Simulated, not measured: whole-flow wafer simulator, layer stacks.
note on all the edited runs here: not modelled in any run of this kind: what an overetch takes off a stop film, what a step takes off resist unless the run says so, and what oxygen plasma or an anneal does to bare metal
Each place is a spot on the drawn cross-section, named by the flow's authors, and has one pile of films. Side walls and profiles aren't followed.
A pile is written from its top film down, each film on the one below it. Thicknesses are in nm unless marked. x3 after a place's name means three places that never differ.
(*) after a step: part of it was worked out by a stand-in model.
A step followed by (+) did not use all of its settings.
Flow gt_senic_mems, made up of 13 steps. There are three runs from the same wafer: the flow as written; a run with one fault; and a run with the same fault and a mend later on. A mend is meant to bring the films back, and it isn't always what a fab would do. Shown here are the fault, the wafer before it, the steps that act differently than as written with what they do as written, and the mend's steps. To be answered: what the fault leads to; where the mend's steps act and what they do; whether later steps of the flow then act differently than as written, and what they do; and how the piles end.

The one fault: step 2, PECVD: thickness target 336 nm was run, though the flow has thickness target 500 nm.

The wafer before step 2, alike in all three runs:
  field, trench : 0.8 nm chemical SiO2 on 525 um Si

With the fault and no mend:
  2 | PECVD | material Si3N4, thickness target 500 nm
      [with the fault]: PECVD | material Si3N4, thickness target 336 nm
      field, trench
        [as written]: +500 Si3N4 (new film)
        [with the fault]: +336 Si3N4 (new film)
  Later steps of the flow acting differently than as written (not shown: 2 more steps that differ only slightly, by at most 2% or 0.5 nm, whichever is larger):
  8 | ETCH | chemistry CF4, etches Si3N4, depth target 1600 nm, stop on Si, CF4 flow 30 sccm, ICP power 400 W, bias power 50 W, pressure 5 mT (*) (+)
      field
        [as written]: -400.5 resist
        [with the fault]: -291.2 resist
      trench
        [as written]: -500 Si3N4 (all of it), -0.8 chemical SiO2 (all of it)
        [with the fault]: -336 Si3N4 (all of it), -0.8 chemical SiO2 (all of it)
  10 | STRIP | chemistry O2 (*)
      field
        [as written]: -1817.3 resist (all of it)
        [with the fault]: -1926.6 resist (all of it)
  By the end, the piles at field depart from the flow's by more than 2% or 0.5 nm, whichever is larger.
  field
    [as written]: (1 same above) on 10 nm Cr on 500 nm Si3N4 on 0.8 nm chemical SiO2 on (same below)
    [with the fault]: (1 same above) on 10 nm Cr on 336 nm Si3N4 on 0.8 nm chemical SiO2 on (same below)

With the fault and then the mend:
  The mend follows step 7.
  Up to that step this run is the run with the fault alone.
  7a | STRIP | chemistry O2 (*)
      field
        -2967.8 resist (all of it)
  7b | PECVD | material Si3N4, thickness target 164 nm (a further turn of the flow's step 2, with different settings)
      field, trench
        +164 Si3N4
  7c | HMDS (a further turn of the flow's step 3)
      does not change any film at any place that is followed
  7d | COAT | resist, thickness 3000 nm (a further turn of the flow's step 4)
      field, trench
        +3000 resist (new film)
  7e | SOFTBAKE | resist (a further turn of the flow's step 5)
      does not change any film at any place that is followed
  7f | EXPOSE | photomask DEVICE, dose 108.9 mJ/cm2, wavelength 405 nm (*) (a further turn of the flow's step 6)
      does not change any film at any place that is followed
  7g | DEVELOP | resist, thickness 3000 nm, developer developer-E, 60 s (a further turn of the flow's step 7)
      field
        -32.2 resist
      trench
        -3000 resist (all of it)
  Every later step of the flow that is run acts as written at every place that is followed.
  At every place that both follow, the piles at the end match the flow's.
